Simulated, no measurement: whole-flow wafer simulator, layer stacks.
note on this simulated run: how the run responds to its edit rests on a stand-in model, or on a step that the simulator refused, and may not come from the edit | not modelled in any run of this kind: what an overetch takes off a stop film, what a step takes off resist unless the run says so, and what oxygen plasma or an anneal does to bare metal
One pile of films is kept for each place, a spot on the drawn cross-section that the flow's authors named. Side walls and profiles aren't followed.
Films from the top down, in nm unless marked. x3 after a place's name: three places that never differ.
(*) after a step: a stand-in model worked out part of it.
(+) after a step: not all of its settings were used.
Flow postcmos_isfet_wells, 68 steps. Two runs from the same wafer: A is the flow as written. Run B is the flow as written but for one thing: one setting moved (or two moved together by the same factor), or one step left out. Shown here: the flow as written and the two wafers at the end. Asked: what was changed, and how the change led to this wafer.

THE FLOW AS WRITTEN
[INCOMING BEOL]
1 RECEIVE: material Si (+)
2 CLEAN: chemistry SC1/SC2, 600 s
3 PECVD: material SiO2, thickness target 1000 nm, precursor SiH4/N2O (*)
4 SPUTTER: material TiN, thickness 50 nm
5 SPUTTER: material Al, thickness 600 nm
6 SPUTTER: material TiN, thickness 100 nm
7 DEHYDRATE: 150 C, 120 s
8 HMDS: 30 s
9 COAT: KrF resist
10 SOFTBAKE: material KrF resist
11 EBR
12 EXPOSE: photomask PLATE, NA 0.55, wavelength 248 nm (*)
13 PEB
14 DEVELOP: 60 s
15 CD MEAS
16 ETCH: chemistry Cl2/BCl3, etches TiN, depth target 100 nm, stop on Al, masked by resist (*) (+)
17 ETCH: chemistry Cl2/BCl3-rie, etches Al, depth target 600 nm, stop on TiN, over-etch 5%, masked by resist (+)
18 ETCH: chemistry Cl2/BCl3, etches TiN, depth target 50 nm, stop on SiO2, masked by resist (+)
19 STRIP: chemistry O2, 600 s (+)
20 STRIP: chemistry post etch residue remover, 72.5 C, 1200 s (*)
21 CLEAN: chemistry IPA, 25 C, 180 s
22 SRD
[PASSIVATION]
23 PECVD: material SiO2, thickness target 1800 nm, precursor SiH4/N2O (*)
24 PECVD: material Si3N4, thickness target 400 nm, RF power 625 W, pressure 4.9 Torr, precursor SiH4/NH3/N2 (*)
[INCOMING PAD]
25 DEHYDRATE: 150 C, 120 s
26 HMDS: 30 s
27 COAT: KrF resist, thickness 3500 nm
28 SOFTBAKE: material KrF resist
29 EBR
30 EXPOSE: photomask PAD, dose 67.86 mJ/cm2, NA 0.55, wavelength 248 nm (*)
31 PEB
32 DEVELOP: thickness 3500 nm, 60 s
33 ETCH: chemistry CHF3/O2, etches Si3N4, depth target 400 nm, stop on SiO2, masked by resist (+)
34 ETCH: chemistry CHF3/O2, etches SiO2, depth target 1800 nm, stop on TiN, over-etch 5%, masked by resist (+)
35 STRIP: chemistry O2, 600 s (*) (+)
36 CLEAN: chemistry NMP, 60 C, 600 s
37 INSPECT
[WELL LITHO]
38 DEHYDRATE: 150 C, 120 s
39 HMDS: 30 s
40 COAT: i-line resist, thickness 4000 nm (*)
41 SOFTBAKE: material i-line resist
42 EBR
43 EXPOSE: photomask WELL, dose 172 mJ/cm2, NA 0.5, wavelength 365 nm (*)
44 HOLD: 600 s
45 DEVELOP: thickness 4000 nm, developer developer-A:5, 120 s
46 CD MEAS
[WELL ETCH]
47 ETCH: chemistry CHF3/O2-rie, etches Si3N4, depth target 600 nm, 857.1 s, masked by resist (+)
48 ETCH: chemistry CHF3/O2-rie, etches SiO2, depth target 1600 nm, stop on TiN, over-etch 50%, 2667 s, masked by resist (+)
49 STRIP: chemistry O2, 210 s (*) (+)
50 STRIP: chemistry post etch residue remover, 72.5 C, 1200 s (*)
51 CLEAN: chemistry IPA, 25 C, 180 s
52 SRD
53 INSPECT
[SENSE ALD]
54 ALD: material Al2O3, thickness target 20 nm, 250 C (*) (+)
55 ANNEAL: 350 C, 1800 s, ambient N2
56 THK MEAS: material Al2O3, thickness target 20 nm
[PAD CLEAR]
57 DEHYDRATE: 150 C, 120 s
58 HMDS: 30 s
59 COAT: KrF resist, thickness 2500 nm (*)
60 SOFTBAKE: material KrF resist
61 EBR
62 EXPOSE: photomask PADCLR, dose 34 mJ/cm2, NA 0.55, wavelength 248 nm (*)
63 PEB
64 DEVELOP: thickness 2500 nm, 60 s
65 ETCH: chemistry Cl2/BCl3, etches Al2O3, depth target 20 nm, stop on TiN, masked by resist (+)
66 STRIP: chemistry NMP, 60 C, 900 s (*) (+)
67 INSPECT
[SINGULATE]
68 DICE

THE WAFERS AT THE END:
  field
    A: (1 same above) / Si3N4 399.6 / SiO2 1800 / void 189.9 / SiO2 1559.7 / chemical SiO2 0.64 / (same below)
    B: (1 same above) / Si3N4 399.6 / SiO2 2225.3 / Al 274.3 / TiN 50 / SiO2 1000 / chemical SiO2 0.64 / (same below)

The cause: step 17, ETCH: depth target 270 nm was run, where the flow has depth target 600 nm.

How the change led to this, step by step:
  17 ETCH: chemistry Cl2/BCl3-rie, etches Al, depth target 600 nm, stop on TiN, over-etch 5%, masked by resist (+)
      field: A Al -600 (all of it) | B Al -270
      margin, well900, well1300 x3, pad_rim, pad_clr, pad_open: A KrF resist -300 | B KrF resist -135
  18 ETCH: chemistry Cl2/BCl3, etches TiN, depth target 50 nm, stop on SiO2, masked by resist (+)
      field: A TiN -50 (all of it) | B Al -50
  19 STRIP: chemistry O2, 600 s (+)
      margin, well900, well1300 x3, pad_rim, pad_clr, pad_open: A KrF resist -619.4 (all of it) | B KrF resist -784.4 (all of it)
  20 STRIP: chemistry post etch residue remover, 72.5 C, 1200 s (*)
      field: A nothing | B Al -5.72
  23 PECVD: material SiO2, thickness target 1800 nm, precursor SiH4/N2O (*)
      field: A SiO2 +1800 (new film), void +189.9 (new film), SiO2 +559.7 | B SiO2 +2225.3 (new film)
Counting metal films that touch as one body, field has 1 body; the flow as written gives 0 bodies.
